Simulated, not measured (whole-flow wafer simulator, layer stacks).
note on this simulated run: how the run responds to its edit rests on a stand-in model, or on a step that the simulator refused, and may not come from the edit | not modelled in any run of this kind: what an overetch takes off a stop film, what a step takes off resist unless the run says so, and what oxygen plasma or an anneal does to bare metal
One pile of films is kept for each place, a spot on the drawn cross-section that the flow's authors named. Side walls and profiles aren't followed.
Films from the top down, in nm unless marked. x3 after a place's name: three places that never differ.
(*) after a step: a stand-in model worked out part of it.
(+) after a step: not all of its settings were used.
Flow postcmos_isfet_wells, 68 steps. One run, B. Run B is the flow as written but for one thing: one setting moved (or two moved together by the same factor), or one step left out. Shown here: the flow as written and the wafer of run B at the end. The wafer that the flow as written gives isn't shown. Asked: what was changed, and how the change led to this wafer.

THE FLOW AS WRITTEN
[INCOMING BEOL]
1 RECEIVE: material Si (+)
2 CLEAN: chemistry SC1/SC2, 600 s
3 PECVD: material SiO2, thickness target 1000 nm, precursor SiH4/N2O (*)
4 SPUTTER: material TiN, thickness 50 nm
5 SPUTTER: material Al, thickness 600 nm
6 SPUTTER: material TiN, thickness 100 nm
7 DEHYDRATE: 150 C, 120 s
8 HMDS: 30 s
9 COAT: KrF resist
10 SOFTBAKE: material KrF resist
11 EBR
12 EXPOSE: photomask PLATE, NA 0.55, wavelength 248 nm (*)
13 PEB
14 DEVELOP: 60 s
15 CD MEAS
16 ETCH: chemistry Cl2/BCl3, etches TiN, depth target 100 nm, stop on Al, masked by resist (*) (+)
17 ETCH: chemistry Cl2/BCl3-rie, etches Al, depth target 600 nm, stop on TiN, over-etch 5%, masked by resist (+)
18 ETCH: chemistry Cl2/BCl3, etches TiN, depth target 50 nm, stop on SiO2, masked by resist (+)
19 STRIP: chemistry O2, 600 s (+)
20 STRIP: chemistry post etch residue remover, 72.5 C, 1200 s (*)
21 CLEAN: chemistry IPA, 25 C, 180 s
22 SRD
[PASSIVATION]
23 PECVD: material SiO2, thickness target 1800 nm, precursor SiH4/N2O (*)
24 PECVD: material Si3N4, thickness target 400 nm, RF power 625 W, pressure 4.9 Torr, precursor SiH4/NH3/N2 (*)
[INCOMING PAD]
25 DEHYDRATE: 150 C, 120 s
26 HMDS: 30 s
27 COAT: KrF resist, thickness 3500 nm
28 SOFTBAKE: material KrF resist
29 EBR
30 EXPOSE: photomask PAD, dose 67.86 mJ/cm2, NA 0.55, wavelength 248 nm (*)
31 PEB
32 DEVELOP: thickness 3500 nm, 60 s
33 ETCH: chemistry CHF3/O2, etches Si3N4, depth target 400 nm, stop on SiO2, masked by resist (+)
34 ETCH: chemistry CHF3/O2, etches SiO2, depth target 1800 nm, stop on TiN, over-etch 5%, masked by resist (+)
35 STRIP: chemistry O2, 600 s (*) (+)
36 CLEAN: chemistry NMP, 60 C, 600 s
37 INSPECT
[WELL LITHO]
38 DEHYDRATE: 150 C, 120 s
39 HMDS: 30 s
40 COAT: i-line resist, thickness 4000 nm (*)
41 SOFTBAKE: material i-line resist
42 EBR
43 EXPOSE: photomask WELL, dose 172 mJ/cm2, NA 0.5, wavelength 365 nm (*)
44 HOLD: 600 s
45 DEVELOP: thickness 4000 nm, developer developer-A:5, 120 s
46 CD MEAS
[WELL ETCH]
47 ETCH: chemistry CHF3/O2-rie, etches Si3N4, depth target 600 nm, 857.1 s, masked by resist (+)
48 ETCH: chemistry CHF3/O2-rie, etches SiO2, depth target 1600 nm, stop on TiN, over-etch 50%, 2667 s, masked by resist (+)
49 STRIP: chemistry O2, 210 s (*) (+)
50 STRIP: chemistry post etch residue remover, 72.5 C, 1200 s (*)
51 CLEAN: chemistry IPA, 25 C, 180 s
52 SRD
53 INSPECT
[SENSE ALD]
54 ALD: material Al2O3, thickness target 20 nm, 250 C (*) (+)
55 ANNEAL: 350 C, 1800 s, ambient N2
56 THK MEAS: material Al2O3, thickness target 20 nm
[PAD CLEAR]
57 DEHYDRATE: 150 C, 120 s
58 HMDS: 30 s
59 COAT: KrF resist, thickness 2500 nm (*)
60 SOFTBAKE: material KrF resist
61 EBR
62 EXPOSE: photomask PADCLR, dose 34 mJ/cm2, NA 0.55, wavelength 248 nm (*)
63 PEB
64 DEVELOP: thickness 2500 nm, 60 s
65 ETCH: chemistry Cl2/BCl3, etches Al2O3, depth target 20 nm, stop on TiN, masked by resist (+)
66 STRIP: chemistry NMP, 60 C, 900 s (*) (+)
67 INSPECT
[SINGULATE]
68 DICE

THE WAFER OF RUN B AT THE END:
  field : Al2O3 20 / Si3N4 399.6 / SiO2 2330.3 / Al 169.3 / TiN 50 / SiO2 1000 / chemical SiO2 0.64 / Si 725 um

The cause: step 17, ETCH: depth target 375 nm was run, where the flow has depth target 600 nm.

How the change led to this, step by step:
  17 ETCH: chemistry Cl2/BCl3-rie, etches Al, depth target 600 nm, stop on TiN, over-etch 5%, masked by resist (+)
      field: Al -375 (as written it would be: Al -600 (all of it))
      margin, well900, well1300 x3, pad_rim, pad_clr, pad_open: KrF resist -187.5 (as written it would be: KrF resist -300)
  18 ETCH: chemistry Cl2/BCl3, etches TiN, depth target 50 nm, stop on SiO2, masked by resist (+)
      field: Al -50 (as written it would be: TiN -50 (all of it))
  19 STRIP: chemistry O2, 600 s (+)
      margin, well900, well1300 x3, pad_rim, pad_clr, pad_open: KrF resist -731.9 (all of it) (as written it would be: KrF resist -619.4 (all of it))
  20 STRIP: chemistry post etch residue remover, 72.5 C, 1200 s (*)
      field: Al -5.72 (as written it would be: nothing)
  23 PECVD: material SiO2, thickness target 1800 nm, precursor SiH4/N2O (*)
      field: SiO2 +2330.3 (new film) (as written it would be: SiO2 +1800 (new film), void +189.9 (new film), SiO2 +559.7)
Counting metal films that touch as one body, field has 1 body; the flow as written gives 0 bodies.
